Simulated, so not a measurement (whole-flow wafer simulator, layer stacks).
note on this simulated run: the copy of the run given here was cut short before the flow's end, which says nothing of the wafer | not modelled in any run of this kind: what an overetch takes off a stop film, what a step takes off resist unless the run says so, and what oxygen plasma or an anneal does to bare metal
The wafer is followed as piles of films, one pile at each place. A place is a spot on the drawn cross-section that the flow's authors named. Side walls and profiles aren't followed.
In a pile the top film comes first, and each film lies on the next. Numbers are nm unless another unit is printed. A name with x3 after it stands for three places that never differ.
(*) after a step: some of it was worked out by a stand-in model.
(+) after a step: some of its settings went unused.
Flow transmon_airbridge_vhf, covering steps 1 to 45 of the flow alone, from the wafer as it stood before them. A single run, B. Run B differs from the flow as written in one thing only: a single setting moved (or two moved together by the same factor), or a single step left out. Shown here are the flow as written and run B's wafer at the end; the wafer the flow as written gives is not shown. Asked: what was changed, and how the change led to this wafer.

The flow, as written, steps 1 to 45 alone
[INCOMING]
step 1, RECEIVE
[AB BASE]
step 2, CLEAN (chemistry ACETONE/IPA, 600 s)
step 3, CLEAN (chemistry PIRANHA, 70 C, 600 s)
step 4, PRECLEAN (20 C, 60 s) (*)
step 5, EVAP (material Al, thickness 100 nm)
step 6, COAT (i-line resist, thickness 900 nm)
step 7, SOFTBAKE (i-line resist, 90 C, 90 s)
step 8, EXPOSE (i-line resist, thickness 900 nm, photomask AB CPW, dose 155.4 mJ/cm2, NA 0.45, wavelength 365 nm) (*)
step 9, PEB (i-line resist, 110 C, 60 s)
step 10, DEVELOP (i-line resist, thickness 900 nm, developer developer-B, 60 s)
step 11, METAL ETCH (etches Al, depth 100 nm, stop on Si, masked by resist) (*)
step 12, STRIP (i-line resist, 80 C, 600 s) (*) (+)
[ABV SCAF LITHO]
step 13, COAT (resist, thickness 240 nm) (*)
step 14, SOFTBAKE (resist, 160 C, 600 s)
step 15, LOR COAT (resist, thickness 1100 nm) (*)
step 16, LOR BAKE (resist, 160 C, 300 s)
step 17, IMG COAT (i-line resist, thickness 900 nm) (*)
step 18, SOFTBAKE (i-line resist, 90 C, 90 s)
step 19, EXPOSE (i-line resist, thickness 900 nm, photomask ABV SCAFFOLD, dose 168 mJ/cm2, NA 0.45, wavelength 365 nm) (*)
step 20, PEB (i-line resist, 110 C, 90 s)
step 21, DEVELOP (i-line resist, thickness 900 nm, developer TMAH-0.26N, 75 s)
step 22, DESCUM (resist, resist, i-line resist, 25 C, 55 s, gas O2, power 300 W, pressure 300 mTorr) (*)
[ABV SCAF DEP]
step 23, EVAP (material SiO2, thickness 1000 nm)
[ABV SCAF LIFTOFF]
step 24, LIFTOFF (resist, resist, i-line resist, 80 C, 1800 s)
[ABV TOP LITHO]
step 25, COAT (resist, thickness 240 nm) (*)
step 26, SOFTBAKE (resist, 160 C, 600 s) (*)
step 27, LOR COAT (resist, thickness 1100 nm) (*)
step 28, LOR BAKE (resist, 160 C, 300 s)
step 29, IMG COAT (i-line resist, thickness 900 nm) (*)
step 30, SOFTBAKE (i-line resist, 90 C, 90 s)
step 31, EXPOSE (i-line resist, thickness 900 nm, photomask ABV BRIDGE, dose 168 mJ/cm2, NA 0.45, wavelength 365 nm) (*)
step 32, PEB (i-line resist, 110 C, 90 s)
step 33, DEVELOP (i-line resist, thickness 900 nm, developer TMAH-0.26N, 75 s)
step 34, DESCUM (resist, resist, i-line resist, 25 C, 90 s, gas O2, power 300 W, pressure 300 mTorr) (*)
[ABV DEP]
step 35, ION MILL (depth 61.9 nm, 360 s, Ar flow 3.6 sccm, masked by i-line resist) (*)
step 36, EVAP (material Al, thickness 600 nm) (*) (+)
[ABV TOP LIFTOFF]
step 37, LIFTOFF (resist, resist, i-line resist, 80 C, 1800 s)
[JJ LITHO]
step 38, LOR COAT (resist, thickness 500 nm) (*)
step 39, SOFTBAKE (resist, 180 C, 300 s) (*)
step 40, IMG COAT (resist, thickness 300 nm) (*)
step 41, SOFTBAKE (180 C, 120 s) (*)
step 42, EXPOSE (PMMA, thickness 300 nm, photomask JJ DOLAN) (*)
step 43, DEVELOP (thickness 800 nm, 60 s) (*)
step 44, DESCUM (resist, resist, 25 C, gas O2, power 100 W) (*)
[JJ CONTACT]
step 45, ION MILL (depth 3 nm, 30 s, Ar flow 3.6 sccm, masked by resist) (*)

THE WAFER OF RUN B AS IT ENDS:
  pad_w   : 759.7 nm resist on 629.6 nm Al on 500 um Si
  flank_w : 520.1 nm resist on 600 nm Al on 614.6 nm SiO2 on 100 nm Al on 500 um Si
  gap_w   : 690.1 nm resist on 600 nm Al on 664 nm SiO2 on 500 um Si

What caused this: step 23, EVAP: thickness 700 nm was run, while the flow as written has thickness 1000 nm.

How this came from the change, step by step:
  step 23, EVAP (material SiO2, thickness 1000 nm)
      field x3, jj_line, ground_far and 10 more: +700 SiO2 (new film) (as written it would have been: +1000 SiO2 (new film))
      flank_w, flank_e: +650.5 SiO2 (new film) (as written it would have been: +929.3 SiO2 (new film))
  step 24, LIFTOFF (resist, resist, i-line resist, 80 C, 1800 s)
      field x3, jj_line, trace_open_s x2: -700 SiO2 (all of it), -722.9 i-line resist (all of it), -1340 resist (all of it) (as written it would have been: -1000 SiO2 (all of it), -722.9 i-line resist (all of it), -1340 resist (all of it))
      pad_w, pad_e: -700 SiO2 (all of it), -718 i-line resist (all of it), -1330.2 resist (all of it) (as written it would have been: -1000 SiO2 (all of it), -718 i-line resist (all of it), -1330.2 resist (all of it))
      (and at 1 other place as well)
  step 25, COAT (resist, thickness 240 nm) (*)
      flank_w, flank_e: +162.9 resist (new film) (as written it would have been: +152.6 resist (new film))
      gap_w, gap_e: +223.6 resist (new film) (as written it would have been: +210.7 resist (new film))
      (and at 6 other places as well)
  step 27, LOR COAT (resist, thickness 1100 nm) (*)
      gap_w, gap_e: +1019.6 resist (as written it would have been: +977.8 resist)
      margin_s, margin_n: +897.2 resist (as written it would have been: +823.4 resist)
      (and at 6 other places as well)
  step 29, IMG COAT (i-line resist, thickness 900 nm) (*)
      gap_w, gap_e: +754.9 i-line resist (new film) (as written it would have been: +681.7 i-line resist (new film))
      margin_s, margin_n: +697.8 i-line resist (new film) (as written it would have been: +603.2 i-line resist (new film))
      (and at 7 other places as well)
  step 32, PEB (i-line resist, 110 C, 90 s)
      pad_w, pad_e: -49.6 i-line resist (as written it would have been: -51 i-line resist)
      flank_w, flank_e: -41.3 i-line resist (as written it would have been: -38.3 i-line resist)
      (and at 7 other places as well)
  step 33, DEVELOP (i-line resist, thickness 900 nm, developer TMAH-0.26N, 75 s)
      gap_w, gap_e: -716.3 i-line resist (all of it), -1019.6 resist (as written it would have been: -646.9 i-line resist (all of it), -977.8 resist)
      pad_w: -911.6 i-line resist (all of it), -1200.8 resist (as written it would have been: -937.2 i-line resist (all of it), -1247.8 resist)
      (and at 5 other places as well)
  step 34, DESCUM (resist, resist, i-line resist, 25 C, 90 s, gas O2, power 300 W, pressure 300 mTorr) (*)
      flank_w, flank_e: -162.9 resist (all of it) (as written it would have been: -152.6 resist (all of it))
      gap_w, gap_e: -223.6 resist (all of it) (as written it would have been: -210.7 resist (all of it))
      (and at 4 other places as well)
  step 37, LIFTOFF (resist, resist, i-line resist, 80 C, 1800 s)
      margin_s, margin_n: -600 Al (all of it), -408 i-line resist (all of it), -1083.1 resist (all of it) (as written it would have been: -600 Al (all of it), -318.3 i-line resist (all of it), -992 resist (all of it))
      ground_far: -600 Al (all of it), -680.5 i-line resist (all of it), -1374.4 resist (all of it) (as written it would have been: -600 Al (all of it), -717.9 i-line resist (all of it), -1384.9 resist (all of it))
  step 38, LOR COAT (resist, thickness 500 nm) (*)
      pad_w, pad_e: +499.5 resist (new film) (as written it would have been: +517 resist (new film))
      flank_w, flank_e: +330.1 resist (new film) (as written it would have been: +306.5 resist (new film))
      (and at 6 other places as well)
  step 40, IMG COAT (resist, thickness 300 nm) (*)
      pad_w, pad_e: +292 resist (as written it would have been: +300.1 resist)
      flank_w, flank_e: +221.8 resist (as written it would have been: +212.1 resist)
      (and at 6 other places as well)
